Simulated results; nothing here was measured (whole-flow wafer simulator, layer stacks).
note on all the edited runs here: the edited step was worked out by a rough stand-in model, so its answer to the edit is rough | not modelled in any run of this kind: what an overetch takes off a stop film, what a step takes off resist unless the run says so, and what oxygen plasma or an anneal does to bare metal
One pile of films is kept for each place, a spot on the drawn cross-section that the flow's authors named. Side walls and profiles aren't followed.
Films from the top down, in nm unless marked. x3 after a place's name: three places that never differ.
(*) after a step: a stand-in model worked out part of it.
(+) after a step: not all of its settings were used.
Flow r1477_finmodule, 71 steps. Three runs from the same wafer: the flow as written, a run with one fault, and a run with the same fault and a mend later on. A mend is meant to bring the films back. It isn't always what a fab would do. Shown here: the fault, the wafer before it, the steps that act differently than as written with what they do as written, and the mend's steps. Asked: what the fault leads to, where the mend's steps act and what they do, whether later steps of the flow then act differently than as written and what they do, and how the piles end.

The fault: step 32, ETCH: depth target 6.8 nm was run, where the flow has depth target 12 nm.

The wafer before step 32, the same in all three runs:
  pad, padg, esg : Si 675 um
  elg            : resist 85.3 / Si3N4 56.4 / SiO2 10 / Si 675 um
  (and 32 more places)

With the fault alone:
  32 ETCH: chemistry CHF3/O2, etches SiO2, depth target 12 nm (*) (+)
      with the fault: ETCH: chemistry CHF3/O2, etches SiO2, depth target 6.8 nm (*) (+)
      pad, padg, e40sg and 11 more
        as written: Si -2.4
        with the fault: Si -1.36
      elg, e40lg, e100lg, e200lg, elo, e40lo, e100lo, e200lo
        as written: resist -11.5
        with the fault: resist -6.52
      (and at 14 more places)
  Later steps of the flow that act differently than as written (4 more steps differ only slightly, by at most 2% or 0.5 nm, whichever is larger, and aren't shown):
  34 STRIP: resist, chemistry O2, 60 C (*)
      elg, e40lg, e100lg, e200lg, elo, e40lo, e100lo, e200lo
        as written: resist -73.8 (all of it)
        with the fault: resist -78.7 (all of it)
  At the end the piles differ from the flow's only slightly at the places that both follow, by at most 2% or 0.5 nm, whichever is larger.

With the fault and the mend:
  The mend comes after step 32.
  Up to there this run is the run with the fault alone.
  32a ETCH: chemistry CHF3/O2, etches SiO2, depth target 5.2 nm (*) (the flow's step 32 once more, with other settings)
      pad, padg, e40sg and 11 more
        Si -1.04
      elg, e40lg, e100lg, e200lg, elo, e40lo, e100lo, e200lo
        resist -4.98
      s40sg_line, s45sg_line, s50sg_line, s40so_line, s45so_line, s50so_line
        SiO2 -5.2
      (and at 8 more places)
  No later step of the flow acts differently than as written, at any place that is followed, by more than 2% or 0.5 nm, whichever is larger.
  At the end the piles differ from the flow's only slightly at the places that both follow, by at most 2% or 0.5 nm, whichever is larger.
